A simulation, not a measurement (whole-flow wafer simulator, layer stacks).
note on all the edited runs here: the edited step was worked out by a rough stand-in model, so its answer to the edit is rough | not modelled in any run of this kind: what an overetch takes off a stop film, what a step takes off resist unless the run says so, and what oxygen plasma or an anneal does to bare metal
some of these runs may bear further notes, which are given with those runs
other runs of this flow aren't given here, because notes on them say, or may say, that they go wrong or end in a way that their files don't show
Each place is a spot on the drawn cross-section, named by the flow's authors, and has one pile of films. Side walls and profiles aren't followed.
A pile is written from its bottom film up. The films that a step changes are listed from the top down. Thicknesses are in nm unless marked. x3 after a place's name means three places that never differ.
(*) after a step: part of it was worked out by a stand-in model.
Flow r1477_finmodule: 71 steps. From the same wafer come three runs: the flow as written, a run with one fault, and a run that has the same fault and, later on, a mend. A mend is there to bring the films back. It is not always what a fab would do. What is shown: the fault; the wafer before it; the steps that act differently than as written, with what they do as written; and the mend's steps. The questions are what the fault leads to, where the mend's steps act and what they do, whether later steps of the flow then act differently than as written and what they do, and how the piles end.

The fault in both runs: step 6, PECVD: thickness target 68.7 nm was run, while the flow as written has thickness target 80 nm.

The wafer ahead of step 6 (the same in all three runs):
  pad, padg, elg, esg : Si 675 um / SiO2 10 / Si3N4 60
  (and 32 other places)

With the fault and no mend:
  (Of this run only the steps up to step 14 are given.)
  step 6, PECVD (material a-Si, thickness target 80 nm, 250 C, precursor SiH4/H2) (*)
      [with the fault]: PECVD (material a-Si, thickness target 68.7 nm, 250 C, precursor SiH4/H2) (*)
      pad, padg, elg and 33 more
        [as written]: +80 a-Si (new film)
        [with the fault]: +68.7 a-Si (new film)
  None of the later steps of the flow up to step 14 acts differently than as written at any place that is followed.
  After step 14, at pad, padg, elg and 33 more, the piles differ from the flow's by more than 2% or 0.5 nm, whichever is larger.
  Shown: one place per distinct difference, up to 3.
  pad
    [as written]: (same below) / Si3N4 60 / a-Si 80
    [with the fault]: (same below) / Si3N4 60 / a-Si 68.7
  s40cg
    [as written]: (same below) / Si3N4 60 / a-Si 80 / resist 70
    [with the fault]: (same below) / Si3N4 60 / a-Si 68.7 / resist 70

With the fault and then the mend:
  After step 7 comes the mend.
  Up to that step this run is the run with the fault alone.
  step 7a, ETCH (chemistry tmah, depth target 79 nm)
      pad, padg, elg and 33 more
        -68.7 a-Si (all of it)
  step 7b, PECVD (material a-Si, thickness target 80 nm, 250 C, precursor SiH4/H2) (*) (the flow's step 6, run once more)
      pad, padg, elg and 33 more
        +80 a-Si (new film)
  None of the later steps of the flow acts differently than as written at any place that is followed.
  By the end, the piles equal the flow's at every place that both follow.
